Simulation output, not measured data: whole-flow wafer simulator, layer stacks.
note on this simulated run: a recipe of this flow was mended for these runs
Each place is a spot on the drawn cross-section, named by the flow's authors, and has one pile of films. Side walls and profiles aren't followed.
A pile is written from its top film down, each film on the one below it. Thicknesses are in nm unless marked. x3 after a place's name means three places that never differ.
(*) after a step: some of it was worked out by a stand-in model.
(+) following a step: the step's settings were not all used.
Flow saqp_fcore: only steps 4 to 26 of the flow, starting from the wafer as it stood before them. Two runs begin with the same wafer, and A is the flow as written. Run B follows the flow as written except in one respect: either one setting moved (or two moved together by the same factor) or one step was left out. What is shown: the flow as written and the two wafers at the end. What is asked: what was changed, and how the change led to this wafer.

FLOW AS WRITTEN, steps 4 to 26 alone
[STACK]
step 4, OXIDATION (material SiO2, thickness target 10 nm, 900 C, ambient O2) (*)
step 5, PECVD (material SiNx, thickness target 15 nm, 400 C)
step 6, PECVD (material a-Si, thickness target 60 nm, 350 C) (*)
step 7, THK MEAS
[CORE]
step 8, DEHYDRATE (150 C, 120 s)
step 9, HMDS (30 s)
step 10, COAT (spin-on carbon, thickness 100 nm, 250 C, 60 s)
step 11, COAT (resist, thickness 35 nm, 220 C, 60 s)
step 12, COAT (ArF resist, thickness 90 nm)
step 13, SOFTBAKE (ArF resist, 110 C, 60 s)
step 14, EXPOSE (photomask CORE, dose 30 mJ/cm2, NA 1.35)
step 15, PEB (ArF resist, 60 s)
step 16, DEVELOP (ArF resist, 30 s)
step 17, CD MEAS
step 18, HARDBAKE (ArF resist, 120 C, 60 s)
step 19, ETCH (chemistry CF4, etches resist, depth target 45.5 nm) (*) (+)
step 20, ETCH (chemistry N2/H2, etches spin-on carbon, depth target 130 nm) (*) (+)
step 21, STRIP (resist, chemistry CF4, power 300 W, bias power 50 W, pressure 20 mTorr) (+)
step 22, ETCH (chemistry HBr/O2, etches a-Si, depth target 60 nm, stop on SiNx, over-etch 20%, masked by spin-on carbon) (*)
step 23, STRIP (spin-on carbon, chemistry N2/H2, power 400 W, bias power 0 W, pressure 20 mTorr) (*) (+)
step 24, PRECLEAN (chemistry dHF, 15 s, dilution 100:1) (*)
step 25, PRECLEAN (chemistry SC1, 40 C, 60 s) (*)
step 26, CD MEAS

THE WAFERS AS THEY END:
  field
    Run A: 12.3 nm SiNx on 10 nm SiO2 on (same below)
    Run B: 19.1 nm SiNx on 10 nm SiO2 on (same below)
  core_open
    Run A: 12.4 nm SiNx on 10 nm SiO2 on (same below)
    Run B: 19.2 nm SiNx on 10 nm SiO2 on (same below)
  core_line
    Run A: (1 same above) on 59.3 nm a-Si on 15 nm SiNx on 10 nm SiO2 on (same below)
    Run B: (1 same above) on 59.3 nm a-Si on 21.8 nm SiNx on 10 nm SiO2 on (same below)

Cause: step 5, PECVD: thickness target 21.8 nm was run, whereas the flow has thickness target 15 nm.
The wafer itself shows it: core_line has SiNx 21.8, and step 5 as written asks for 15 nm.

The path from the change to this, step by step:
  step 5, PECVD (material SiNx, thickness target 15 nm, 400 C)
      field, core_open, core_line: A +15 SiNx (new film) | B +21.8 SiNx (new film)
